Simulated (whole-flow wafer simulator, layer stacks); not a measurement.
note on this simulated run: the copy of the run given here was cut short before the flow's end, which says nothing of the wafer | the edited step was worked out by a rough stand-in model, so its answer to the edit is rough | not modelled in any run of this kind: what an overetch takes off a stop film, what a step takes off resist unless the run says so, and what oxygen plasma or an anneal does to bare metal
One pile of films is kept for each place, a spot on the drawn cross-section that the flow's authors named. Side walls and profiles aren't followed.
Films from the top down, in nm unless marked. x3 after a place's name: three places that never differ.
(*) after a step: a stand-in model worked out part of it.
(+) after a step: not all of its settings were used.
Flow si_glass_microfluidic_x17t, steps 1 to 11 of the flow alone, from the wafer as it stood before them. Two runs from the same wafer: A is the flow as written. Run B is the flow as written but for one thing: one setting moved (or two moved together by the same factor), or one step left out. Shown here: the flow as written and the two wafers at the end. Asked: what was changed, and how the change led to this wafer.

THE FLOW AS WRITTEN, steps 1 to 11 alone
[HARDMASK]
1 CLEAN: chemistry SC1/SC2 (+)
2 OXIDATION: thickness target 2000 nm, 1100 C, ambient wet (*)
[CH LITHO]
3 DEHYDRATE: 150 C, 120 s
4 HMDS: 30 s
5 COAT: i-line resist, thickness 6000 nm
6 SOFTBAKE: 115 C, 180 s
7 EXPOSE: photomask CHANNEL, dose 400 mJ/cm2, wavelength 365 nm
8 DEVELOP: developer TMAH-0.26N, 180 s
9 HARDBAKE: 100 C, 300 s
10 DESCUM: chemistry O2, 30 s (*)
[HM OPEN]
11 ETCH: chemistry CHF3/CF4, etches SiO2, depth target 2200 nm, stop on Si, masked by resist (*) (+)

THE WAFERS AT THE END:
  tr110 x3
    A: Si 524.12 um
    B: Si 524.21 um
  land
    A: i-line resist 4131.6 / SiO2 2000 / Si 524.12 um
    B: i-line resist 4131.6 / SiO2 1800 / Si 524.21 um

The cause: step 2, OXIDATION: thickness target 1800 nm was run, where the flow has thickness target 2000 nm.
It can be read off the wafer: land has SiO2 1800, and step 2 as written asks for 2000 nm.

How the change led to this, step by step:
  2 OXIDATION: thickness target 2000 nm, 1100 C, ambient wet (*)
      land, tr110 x3: A SiO2 +2000 (new film), chemical SiO2 -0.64 (all of it), Si -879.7 | B SiO2 +1800 (new film), chemical SiO2 -0.64 (all of it), Si -791.7
  11 ETCH: chemistry CHF3/CF4, etches SiO2, depth target 2200 nm, stop on Si, masked by resist (*) (+)
      tr110 x3: A SiO2 -2000 (all of it) | B SiO2 -1800 (all of it)
